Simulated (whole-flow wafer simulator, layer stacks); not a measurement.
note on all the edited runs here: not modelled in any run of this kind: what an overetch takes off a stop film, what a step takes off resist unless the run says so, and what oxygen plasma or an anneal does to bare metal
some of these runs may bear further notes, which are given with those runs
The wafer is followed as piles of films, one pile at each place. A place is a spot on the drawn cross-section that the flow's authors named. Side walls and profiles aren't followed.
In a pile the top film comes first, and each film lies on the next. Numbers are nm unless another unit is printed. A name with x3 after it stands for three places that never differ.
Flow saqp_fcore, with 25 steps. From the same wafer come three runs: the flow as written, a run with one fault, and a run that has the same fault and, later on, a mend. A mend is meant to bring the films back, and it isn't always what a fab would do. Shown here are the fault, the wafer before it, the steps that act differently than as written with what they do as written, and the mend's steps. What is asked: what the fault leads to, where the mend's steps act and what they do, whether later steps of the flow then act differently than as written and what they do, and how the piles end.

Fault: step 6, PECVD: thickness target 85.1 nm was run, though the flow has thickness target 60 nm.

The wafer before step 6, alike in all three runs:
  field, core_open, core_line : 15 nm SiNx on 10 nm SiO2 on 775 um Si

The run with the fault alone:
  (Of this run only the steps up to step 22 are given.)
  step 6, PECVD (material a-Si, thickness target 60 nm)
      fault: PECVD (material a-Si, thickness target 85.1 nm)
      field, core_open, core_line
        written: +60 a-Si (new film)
        fault: +85.1 a-Si (new film)
  Every later step of the flow up to step 22 that is run acts as written at every place that is followed.
  After step 22, at field, core_open, core_line, the piles differ from the flow's by more than 2% or 0.5 nm, whichever is larger.
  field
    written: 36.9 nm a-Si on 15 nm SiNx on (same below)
    fault: 62 nm a-Si on 15 nm SiNx on (same below)
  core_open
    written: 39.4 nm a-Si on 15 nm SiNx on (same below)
    fault: 64.5 nm a-Si on 15 nm SiNx on (same below)
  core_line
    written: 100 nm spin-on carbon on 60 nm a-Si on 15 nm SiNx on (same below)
    fault: 100 nm spin-on carbon on 85.1 nm a-Si on 15 nm SiNx on (same below)

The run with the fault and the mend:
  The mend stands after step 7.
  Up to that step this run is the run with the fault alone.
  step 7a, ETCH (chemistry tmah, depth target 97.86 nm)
      field, core_open, core_line
        -85.1 a-Si (all of it)
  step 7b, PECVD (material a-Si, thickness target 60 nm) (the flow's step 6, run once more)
      field, core_open, core_line
        +60 a-Si (new film)
  Every later step of the flow that is run acts as written at every place that is followed.
  The piles end the same as the flow's at every place that both follow.
